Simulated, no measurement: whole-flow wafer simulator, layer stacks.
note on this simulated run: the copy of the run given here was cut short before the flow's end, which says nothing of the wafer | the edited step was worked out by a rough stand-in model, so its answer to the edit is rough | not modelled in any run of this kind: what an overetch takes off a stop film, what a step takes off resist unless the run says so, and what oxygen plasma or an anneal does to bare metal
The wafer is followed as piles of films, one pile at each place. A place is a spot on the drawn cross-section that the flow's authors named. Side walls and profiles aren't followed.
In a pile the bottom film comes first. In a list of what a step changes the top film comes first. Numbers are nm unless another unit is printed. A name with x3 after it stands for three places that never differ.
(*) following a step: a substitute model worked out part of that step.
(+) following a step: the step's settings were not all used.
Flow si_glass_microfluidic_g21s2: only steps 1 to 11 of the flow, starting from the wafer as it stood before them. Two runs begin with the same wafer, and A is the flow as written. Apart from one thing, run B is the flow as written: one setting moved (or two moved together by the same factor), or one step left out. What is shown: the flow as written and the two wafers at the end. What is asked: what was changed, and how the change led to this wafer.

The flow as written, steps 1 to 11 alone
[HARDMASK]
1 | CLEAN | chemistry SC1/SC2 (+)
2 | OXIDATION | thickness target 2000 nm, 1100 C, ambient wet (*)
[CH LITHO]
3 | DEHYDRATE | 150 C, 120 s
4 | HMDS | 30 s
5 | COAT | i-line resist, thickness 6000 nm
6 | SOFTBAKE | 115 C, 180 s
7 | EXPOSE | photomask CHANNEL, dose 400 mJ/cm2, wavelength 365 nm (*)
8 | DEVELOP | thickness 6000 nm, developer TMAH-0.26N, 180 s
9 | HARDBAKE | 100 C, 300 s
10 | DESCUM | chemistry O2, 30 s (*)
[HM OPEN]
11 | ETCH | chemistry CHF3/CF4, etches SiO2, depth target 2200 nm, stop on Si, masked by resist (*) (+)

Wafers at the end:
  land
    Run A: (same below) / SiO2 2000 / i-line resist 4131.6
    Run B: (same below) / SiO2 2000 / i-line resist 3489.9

Cause: step 11, ETCH: depth target 2970 nm was run, whereas the flow has depth target 2200 nm.

Step by step, how the change led to this:
  11 | ETCH | chemistry CHF3/CF4, etches SiO2, depth target 2200 nm, stop on Si, masked by resist (*) (+)
      land: A i-line resist loses 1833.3 | B i-line resist loses 2475
